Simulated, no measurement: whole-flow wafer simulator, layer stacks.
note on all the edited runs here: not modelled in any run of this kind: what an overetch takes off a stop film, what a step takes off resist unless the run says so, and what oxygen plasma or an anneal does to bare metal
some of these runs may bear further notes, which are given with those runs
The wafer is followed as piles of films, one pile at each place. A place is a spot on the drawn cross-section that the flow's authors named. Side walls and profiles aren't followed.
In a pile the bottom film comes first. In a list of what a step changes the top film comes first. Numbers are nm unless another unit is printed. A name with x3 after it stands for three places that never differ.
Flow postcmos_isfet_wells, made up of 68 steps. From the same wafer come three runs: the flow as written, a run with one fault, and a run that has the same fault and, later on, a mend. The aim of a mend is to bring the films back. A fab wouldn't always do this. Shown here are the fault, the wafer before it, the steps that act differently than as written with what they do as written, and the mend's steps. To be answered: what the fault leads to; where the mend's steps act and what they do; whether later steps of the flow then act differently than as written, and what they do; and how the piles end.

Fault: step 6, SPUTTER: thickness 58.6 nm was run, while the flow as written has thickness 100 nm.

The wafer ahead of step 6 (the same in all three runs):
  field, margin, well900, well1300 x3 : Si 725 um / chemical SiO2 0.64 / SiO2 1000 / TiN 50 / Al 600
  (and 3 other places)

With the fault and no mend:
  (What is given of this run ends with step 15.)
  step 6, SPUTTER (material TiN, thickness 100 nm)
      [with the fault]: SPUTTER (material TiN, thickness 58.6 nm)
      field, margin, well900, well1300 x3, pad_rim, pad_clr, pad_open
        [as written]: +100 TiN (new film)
        [with the fault]: +58.6 TiN (new film)
  Later steps of the flow up to step 15 that are run all act as written at every place that is followed.
  The piles after step 15 differ from the flow's at field, margin, well900, well1300 x3, pad_rim, pad_clr, pad_open by more than 2% or 0.5 nm, whichever is larger.
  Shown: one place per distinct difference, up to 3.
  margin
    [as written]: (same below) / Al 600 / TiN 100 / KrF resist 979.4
    [with the fault]: (same below) / Al 600 / TiN 58.6 / KrF resist 979.4
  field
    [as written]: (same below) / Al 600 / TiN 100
    [with the fault]: (same below) / Al 600 / TiN 58.6

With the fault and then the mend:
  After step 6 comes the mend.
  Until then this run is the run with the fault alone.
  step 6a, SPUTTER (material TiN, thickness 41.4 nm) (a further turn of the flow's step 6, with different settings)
      field, margin, well900, well1300 x3, pad_rim, pad_clr, pad_open
        +41.4 TiN
  Later steps of the flow that are run all act as written at every place that is followed.
  By the end, the piles equal the flow's at every place that both follow.
